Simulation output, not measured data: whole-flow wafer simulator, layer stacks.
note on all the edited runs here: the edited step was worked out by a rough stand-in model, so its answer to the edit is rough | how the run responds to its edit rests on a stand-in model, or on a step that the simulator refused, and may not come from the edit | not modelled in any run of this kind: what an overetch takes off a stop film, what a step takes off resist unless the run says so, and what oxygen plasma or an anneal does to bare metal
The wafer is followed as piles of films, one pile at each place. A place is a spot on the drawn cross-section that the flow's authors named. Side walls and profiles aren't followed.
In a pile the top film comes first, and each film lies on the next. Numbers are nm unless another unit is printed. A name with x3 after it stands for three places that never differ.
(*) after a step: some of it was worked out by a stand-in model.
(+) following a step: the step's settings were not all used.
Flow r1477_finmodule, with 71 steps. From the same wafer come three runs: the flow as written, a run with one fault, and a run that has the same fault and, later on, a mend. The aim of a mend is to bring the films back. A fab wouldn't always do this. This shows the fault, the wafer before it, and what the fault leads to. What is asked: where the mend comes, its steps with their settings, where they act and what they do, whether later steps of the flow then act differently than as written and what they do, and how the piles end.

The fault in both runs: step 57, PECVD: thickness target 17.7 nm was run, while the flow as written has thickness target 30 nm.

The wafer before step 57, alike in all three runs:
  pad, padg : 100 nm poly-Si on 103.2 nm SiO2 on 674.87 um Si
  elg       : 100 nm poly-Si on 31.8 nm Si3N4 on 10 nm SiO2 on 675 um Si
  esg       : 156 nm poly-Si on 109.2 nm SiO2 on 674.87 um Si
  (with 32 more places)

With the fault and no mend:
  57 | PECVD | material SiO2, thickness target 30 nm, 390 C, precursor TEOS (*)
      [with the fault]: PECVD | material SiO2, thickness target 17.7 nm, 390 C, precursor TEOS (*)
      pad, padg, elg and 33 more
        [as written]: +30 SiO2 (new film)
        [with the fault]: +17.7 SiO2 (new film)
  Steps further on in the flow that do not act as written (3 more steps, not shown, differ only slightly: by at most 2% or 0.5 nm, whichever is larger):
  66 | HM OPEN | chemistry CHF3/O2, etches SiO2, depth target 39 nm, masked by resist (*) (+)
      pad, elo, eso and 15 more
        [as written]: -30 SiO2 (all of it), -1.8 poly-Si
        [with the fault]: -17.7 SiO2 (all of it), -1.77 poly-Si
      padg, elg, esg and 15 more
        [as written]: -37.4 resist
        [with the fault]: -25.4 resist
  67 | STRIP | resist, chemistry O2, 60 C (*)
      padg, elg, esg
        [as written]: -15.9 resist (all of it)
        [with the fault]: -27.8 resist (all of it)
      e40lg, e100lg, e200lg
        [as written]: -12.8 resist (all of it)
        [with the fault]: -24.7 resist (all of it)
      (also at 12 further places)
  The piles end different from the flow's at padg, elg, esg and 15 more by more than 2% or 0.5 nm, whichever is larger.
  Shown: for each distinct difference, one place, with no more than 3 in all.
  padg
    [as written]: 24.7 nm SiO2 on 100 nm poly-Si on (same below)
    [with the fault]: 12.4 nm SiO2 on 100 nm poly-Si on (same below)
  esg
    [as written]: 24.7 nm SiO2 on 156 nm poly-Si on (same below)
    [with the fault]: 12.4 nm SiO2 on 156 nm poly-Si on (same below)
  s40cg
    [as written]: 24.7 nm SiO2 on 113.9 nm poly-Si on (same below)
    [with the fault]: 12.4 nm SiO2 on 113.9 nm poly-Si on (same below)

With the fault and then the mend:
  After step 64 comes the mend.
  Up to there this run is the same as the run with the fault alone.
  64a | STRIP | resist, chemistry O2, 60 C
      padg, elg, esg
        -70 resist (all of it)
      e40lg, e100lg, e200lg
        -66.9 resist (all of it)
      s40sg, s45sg
        -91 resist (all of it)
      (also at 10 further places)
  64b | PECVD | material SiO2, thickness target 12.3 nm, 390 C, precursor TEOS (*) (the flow's step 57, run once more with other settings)
      pad, padg, elg and 33 more
        +12.3 SiO2
  64c | COAT | resist, thickness 70 nm (*) (the flow's step 60, run once more)
      e40lg, e100lg, e200lg, elo, e40lo, e100lo, e200lo
        +66.9 resist (new film)
      pad, padg, elg, esg
        +70 resist (new film)
      s40sg, s45sg, s40so, s45so
        +91 resist (new film)
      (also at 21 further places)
  64d | SOFTBAKE | 180 C, 180 s (*) (the flow's step 61, run once more)
      does not change any film at any place that is followed
  64e | EXPOSE | resist, photomask GATE (the flow's step 62, run once more)
      does not change any film at any place that is followed
  64f | DEVELOP (*) (the flow's step 63, run once more)
      elo, e40lo, e100lo, e200lo
        -66.9 resist (all of it)
      eso, e40so
        -129.5 resist (all of it)
      s40so, s45so
        -91 resist (all of it)
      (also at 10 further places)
  Every later step of the flow that is run acts as written at every place that is followed.
  The piles end the same as the flow's at every place that both follow.
